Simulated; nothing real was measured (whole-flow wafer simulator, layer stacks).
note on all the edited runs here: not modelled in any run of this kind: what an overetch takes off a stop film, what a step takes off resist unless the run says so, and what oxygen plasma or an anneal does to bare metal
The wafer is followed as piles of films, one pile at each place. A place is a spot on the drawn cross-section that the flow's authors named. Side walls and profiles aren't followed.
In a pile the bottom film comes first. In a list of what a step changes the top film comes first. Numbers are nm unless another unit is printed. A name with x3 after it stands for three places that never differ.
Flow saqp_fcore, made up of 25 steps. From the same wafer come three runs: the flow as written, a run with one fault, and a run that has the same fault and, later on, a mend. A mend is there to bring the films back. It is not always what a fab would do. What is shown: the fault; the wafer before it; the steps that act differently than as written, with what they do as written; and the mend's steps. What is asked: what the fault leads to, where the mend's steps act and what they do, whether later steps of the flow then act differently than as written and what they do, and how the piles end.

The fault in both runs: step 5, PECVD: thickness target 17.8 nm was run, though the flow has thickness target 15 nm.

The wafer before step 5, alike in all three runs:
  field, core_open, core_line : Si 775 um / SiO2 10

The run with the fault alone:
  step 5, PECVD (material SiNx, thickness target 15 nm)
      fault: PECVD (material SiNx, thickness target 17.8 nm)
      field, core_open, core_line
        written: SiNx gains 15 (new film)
        fault: SiNx gains 17.8 (new film)
  Every later step of the flow that is run acts as written at every place that is followed.
  At field, core_open, core_line, the piles at the end differ from the flow's by more than 2% or 0.5 nm, whichever is larger.
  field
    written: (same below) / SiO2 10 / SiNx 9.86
    fault: (same below) / SiO2 10 / SiNx 12.7
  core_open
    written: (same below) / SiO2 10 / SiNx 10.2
    fault: (same below) / SiO2 10 / SiNx 13
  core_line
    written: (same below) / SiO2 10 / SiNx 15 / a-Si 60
    fault: (same below) / SiO2 10 / SiNx 17.8 / a-Si 60

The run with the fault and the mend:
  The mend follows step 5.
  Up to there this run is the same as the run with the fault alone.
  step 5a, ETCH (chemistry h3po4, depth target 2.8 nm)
      field, core_open, core_line
        SiNx loses 2.8
  Every later step of the flow that is run acts as written at every place that is followed.
  By the end, the piles equal the flow's at every place that both follow.
